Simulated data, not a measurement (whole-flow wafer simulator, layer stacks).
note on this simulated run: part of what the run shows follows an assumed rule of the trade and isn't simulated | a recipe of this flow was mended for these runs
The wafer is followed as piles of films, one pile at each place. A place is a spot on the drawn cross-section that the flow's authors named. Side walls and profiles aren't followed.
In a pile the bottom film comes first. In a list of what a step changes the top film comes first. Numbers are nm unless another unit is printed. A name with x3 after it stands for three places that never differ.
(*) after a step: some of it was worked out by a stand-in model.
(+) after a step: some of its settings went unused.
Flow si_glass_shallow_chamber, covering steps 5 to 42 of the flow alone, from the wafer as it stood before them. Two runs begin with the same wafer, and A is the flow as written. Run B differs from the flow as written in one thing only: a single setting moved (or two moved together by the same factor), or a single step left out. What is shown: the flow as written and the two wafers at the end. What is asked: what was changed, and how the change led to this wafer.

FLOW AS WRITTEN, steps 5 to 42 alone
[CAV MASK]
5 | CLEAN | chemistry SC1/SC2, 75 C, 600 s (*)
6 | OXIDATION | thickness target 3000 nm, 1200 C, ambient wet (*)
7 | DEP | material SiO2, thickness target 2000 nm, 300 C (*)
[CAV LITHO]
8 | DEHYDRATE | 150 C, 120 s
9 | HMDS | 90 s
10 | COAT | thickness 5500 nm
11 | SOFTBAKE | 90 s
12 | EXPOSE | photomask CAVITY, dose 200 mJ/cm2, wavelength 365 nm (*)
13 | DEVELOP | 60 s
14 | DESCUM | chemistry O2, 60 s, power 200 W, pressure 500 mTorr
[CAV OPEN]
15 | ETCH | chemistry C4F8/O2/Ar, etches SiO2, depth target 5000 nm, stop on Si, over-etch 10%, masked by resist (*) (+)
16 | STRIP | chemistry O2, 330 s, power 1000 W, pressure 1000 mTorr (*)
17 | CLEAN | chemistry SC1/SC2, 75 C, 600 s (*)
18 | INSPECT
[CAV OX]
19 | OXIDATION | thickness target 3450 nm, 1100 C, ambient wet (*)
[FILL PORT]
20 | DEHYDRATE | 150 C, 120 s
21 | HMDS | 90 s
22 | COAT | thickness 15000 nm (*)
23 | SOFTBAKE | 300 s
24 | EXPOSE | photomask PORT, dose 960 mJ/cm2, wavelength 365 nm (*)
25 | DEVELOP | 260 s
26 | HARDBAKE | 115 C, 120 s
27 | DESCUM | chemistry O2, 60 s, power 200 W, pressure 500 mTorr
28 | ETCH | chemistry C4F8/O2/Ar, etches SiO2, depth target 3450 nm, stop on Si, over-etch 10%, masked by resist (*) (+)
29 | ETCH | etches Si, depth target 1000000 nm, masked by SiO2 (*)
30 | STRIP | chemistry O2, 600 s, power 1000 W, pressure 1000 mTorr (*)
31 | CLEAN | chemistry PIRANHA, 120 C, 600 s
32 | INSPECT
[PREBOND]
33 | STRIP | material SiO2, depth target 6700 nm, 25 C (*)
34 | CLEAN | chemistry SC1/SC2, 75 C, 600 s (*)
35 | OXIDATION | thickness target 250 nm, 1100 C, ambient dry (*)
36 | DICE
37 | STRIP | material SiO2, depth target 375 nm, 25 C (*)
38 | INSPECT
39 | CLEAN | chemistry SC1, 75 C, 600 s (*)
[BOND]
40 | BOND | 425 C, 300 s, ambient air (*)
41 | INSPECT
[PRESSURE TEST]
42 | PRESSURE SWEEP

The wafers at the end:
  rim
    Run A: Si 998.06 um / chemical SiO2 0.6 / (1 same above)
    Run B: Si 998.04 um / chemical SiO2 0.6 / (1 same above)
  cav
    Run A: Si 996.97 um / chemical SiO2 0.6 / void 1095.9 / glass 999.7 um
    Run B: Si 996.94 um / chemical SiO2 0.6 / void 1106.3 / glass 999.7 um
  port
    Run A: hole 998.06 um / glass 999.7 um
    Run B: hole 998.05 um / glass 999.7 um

The reason: step 7, DEP: thickness target 1760 nm was run, while the flow as written has thickness target 2000 nm.

How this came from the change, step by step:
  7 | DEP | material SiO2, thickness target 2000 nm, 300 C (*)
      rim, ramp, cav, port, septum, ring: A SiO2 gains 2000 | B SiO2 gains 1760
  15 | ETCH | chemistry C4F8/O2/Ar, etches SiO2, depth target 5000 nm, stop on Si, over-etch 10%, masked by resist (*) (+)
      rim, ramp, septum, ring: A thick-i-line-resist loses 1100 | B thick-i-line-resist loses 1047.2
      cav, port: A SiO2 loses 5000 (all of it), Si loses 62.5 | B SiO2 loses 4760 (all of it), Si loses 92.5
  19 | OXIDATION | thickness target 3450 nm, 1100 C, ambient wet (*)
      rim, ramp, septum, ring: A SiO2 gains 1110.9, Si loses 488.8 | B SiO2 gains 1155.5, Si loses 508.4
  22 | COAT | thickness 15000 nm (*)
      rim: A thick-i-line-resist gains 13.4 um (new film) | B thick-i-line-resist gains 13.48 um (new film)
      ramp: A thick-i-line-resist gains 12.89 um (new film) | B thick-i-line-resist gains 12.99 um (new film)
      (also at 3 further places)
  23 | SOFTBAKE | 300 s
      rim: A thick-i-line-resist loses 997 | B thick-i-line-resist loses 945
      ramp: A thick-i-line-resist loses 487.1 | B thick-i-line-resist loses 459.7
      (also at 4 further places)
  25 | DEVELOP | 260 s
      port: A thick-i-line-resist loses 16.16 um (all of it) | B thick-i-line-resist loses 16.1 um (all of it)
  29 | ETCH | etches Si, depth target 1000000 nm, masked by SiO2 (*)
      rim, ramp: A thick-i-line-resist loses 11.47 um (all of it), SiO2 loses 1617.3 | B thick-i-line-resist loses 11.6 um (all of it), SiO2 loses 1549.8
      port: A hole gains 997.05 um (new film), Si loses 997.05 um (all of it) | B hole gains 997.02 um (new film), Si loses 997.02 um (all of it)
      (also at 2 further places)
  30 | STRIP | chemistry O2, 600 s, power 1000 W, pressure 1000 mTorr (*)
      cav: A thick-i-line-resist loses 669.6 (all of it) | B thick-i-line-resist loses 613.4 (all of it)
  33 | STRIP | material SiO2, depth target 6700 nm, 25 C (*)
      rim, ramp: A SiO2 loses 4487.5 (all of it) | B SiO2 loses 4359.6 (all of it)
      septum: A SiO2 loses 5732.1 (all of it) | B SiO2 loses 5542.6 (all of it)
      (also at 1 further place)
